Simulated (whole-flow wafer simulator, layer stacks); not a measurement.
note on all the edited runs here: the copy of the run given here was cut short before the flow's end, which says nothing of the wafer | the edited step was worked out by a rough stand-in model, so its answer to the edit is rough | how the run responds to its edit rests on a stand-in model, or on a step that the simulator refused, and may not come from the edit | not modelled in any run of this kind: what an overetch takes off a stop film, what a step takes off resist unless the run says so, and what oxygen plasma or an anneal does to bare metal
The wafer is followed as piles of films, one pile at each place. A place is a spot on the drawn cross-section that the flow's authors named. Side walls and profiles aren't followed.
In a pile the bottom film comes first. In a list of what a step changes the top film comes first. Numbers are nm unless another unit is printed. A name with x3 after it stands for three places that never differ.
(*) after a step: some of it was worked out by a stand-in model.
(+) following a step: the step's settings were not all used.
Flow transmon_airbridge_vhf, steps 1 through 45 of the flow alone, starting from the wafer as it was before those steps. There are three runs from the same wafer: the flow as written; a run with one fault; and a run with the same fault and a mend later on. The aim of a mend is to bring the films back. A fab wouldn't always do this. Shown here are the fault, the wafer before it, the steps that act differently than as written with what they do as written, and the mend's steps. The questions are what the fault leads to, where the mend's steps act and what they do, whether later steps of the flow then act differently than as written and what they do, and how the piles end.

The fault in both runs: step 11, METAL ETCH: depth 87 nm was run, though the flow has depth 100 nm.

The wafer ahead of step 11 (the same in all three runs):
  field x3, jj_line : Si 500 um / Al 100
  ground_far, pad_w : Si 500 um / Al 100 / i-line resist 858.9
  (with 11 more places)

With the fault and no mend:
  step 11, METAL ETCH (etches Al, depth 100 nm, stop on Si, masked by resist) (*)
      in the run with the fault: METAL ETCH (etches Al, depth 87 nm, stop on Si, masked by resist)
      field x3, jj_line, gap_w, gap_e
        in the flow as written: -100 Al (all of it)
        in the run with the fault: -87 Al
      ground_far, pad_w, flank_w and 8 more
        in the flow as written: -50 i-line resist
        in the run with the fault: -43.5 i-line resist
  Steps further on in the flow that do not act as written (not shown: 20 more steps that differ only slightly, by at most 2% or 0.5 nm, whichever is larger):
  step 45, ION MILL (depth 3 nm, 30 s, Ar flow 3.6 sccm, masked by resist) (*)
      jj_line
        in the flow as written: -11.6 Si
        in the run with the fault: -13 Al (all of it), -4.31 Si
  At field x3, gap_w, gap_e, the piles at the end differ from the flow's by more than 2% or 0.5 nm, whichever is larger.
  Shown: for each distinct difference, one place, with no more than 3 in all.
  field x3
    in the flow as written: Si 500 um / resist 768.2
    in the run with the fault: Si 500 um / Al 13 / resist 768.2
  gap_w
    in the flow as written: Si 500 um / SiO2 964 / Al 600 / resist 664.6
    in the run with the fault: Si 500 um / Al 13 / SiO2 964 / Al 600 / resist 660.9

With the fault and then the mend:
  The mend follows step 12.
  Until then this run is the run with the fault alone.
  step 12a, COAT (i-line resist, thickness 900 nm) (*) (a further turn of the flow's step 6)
      field x3, jj_line, trace_open_s x2, margin_s, bridge_strip, margin_n
        +900 i-line resist (new film)
      pad_w, pad_e
        +889.3 i-line resist (new film)
      flank_w, flank_e
        +879.6 i-line resist (new film)
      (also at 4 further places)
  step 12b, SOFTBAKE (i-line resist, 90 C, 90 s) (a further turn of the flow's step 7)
      flank_w, flank_e
        -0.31 i-line resist
      gap_w, gap_e
        +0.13 i-line resist
      cpw_trace
        -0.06 i-line resist
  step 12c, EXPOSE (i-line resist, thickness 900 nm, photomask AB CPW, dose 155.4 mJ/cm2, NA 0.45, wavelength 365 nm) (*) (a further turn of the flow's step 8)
      does not change any film at any place that is followed
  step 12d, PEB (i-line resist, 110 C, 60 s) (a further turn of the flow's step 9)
      field x3, jj_line, trace_open_s x2, margin_s, bridge_strip, margin_n
        -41 i-line resist
      pad_w, pad_e
        -40.5 i-line resist
      flank_w, flank_e
        -40.1 i-line resist
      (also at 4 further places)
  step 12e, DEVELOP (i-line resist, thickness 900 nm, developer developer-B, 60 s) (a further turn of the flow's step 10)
      pad_w, pad_e, trace_open_s x2, margin_s, bridge_strip, margin_n
        -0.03 i-line resist
      field x3, jj_line
        -859 i-line resist (all of it)
      gap_w, gap_e
        -904.3 i-line resist (all of it)
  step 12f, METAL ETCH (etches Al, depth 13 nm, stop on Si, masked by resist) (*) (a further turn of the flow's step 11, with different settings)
      ground_far, pad_w, flank_w and 8 more
        -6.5 i-line resist
      field x3, jj_line, gap_w, gap_e
        -13 Al (all of it)
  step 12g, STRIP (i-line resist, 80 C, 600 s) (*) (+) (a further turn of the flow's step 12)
      trace_open_s x2, margin_s, bridge_strip, margin_n
        -852.4 i-line resist (all of it)
      pad_w, pad_e
        -842.2 i-line resist (all of it)
      flank_w, flank_e
        -832.7 i-line resist (all of it)
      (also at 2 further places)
  None of the later steps of the flow acts differently than as written at any place that is followed.
  At every place that both follow, the piles at the end match the flow's.
